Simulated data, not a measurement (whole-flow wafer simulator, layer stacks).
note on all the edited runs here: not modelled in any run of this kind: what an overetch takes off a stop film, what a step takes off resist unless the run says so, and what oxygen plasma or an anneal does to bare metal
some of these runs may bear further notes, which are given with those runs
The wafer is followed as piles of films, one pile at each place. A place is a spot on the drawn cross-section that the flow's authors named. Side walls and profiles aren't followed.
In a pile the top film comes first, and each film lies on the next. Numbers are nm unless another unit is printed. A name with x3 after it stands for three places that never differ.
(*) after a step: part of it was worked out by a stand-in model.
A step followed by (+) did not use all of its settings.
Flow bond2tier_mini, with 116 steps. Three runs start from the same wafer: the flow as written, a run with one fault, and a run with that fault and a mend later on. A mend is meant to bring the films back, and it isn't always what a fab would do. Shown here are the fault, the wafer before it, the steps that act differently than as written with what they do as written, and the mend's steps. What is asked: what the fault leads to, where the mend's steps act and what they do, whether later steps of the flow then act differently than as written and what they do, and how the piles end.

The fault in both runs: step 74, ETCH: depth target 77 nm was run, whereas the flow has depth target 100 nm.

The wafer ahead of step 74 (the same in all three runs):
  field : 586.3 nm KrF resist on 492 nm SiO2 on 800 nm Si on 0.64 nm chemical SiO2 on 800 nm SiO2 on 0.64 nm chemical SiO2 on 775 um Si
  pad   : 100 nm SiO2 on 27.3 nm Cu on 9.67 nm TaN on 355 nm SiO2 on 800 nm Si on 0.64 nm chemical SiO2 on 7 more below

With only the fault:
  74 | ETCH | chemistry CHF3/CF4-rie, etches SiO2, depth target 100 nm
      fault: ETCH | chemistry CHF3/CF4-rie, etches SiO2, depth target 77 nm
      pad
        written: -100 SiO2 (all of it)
        fault: -77 SiO2
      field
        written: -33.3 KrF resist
        fault: -25.7 KrF resist
  Steps later in the flow that act otherwise than as written (not shown: 2 more steps that differ only slightly, by at most 2% or 0.5 nm, whichever is larger):
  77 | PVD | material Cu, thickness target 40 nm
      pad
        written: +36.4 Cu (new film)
        fault: +37.2 Cu (new film)
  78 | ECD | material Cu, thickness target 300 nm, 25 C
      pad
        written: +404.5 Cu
        fault: +380.5 Cu
  The piles end different from the flow's at pad by more than 2% or 0.5 nm, whichever is larger.
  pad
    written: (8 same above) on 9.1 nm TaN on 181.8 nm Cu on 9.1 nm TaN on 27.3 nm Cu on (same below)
    fault: (8 same above) on 9.1 nm TaN on 158.6 nm Cu on 9.31 nm TaN on 23 nm SiO2 on 27.3 nm Cu on (same below)

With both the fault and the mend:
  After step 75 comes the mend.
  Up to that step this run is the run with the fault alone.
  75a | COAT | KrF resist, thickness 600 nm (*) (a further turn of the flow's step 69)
      field
        +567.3 KrF resist (new film)
      pad
        +634 KrF resist (new film)
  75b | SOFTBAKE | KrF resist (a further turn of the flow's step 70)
      alters no film at any place that is followed
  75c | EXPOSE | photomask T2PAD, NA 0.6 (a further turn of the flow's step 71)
      alters no film at any place that is followed
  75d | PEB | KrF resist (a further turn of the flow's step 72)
      alters no film at any place that is followed
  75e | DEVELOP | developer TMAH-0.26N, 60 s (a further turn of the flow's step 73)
      field
        -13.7 KrF resist
      pad
        -634 KrF resist (all of it)
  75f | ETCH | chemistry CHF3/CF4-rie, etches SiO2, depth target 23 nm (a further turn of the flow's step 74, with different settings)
      field
        -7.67 KrF resist
      pad
        -23 SiO2 (all of it)
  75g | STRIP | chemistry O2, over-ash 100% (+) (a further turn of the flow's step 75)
      field
        -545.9 KrF resist (all of it)
  None of the later steps of the flow acts differently than as written at any place that is followed.
  By the end, the piles equal the flow's at every place that both follow.
